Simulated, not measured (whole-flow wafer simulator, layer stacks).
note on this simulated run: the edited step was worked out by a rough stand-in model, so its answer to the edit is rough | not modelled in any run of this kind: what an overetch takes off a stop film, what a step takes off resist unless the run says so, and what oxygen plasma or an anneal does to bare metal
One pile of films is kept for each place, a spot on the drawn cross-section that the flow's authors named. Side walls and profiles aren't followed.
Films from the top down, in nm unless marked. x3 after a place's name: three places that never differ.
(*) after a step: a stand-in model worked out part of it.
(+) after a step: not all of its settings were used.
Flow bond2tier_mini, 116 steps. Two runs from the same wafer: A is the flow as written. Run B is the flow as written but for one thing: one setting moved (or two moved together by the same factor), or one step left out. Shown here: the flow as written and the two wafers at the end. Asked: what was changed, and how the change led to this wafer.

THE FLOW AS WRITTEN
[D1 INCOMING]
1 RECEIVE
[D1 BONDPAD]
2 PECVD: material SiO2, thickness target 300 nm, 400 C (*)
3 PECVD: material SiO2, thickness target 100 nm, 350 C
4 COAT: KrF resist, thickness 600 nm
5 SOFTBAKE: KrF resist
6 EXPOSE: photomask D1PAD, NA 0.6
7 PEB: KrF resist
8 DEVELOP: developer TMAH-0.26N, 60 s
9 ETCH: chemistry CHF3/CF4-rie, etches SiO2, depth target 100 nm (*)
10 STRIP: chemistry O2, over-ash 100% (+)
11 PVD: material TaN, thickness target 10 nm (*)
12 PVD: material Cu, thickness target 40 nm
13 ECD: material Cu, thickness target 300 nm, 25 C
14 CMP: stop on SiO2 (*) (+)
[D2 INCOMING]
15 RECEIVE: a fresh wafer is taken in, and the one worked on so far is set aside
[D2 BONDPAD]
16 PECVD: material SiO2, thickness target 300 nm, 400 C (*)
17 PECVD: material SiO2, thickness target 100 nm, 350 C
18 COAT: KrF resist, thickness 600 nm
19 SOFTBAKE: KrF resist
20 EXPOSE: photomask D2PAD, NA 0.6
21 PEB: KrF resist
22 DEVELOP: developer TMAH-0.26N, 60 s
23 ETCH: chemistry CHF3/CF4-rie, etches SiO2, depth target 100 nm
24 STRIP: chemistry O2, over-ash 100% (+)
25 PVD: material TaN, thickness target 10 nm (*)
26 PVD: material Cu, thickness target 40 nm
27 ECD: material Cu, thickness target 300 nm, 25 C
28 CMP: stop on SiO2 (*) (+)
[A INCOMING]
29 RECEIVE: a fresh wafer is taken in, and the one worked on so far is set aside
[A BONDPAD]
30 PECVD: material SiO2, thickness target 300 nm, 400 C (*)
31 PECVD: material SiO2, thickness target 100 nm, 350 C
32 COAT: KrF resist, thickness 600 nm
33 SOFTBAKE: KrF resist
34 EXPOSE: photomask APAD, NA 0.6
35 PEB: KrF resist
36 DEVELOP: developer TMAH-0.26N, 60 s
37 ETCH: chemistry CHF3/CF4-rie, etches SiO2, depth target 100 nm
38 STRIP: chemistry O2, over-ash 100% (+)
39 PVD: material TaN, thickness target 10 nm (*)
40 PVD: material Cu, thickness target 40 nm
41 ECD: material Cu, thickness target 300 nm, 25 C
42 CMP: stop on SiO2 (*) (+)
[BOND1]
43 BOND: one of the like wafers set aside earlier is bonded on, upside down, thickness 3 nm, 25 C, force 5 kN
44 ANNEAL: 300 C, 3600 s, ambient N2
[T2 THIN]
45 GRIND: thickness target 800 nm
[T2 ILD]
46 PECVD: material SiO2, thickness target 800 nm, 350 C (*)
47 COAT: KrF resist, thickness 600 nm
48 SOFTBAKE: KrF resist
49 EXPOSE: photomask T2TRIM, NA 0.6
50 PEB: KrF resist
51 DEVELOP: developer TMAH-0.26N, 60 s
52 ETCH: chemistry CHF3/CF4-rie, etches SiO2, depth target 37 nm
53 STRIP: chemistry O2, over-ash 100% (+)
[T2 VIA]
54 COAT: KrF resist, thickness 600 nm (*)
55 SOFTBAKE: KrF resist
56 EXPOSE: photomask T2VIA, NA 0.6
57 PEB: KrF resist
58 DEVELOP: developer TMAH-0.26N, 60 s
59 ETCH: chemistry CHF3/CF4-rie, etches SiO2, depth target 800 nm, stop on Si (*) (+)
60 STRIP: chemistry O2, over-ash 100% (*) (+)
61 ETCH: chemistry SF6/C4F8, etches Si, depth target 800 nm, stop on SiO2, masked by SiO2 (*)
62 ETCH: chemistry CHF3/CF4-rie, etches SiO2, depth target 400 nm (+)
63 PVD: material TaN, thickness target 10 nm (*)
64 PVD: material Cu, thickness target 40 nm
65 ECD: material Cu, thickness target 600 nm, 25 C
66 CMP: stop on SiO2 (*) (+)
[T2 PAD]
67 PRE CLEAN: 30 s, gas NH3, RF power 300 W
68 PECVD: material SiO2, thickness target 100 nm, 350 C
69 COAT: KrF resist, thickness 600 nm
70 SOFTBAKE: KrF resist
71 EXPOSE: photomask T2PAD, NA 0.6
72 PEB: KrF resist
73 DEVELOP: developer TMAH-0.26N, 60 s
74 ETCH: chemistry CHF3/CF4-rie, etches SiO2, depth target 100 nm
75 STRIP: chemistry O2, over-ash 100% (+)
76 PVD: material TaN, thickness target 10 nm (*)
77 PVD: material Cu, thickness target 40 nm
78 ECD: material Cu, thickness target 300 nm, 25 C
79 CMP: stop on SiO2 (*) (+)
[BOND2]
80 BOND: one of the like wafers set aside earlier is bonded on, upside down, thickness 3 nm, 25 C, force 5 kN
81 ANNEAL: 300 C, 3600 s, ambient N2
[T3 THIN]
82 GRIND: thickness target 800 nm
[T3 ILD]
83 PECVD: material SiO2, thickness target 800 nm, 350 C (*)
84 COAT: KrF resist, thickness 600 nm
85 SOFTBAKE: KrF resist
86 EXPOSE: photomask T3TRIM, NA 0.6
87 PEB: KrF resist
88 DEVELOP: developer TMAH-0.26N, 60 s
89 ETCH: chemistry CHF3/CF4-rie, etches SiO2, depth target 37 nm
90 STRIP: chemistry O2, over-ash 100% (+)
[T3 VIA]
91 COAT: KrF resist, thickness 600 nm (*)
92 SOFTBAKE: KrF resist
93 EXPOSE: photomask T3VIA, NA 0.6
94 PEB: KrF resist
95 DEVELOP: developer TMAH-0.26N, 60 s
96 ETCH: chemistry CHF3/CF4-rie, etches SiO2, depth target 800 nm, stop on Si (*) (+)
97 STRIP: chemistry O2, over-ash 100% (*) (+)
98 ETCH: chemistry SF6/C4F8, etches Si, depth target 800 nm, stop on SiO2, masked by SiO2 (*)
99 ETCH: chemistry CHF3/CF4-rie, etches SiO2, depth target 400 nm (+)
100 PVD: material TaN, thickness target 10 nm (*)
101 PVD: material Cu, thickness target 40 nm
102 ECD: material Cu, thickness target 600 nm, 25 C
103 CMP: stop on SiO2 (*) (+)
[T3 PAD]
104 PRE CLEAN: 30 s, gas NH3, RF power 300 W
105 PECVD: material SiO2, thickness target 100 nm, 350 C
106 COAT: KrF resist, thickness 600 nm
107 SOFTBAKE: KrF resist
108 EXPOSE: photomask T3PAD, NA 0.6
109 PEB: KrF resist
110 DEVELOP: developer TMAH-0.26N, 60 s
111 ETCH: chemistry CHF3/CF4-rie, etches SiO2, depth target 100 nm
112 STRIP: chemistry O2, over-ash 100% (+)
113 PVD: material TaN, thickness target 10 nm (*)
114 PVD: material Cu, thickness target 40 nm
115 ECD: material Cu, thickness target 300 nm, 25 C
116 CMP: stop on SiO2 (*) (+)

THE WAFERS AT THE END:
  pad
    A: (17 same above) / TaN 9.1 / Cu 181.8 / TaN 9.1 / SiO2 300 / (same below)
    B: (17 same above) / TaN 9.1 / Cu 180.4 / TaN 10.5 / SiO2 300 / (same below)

The cause: step 39, PVD: thickness target 11.5 nm was run, where the flow has thickness target 10 nm.

How the change led to this, step by step:
  39 PVD: material TaN, thickness target 10 nm (*)
      field: A TaN +10 (new film) | B TaN +11.5 (new film)
      pad: A TaN +9.1 (new film) | B TaN +10.5 (new film)
      (and at 1 more place)
  42 CMP: stop on SiO2 (*) (+)
      field: A Cu -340 (all of it), TaN -10 (all of it) | B Cu -340 (all of it), TaN -11.5 (all of it)
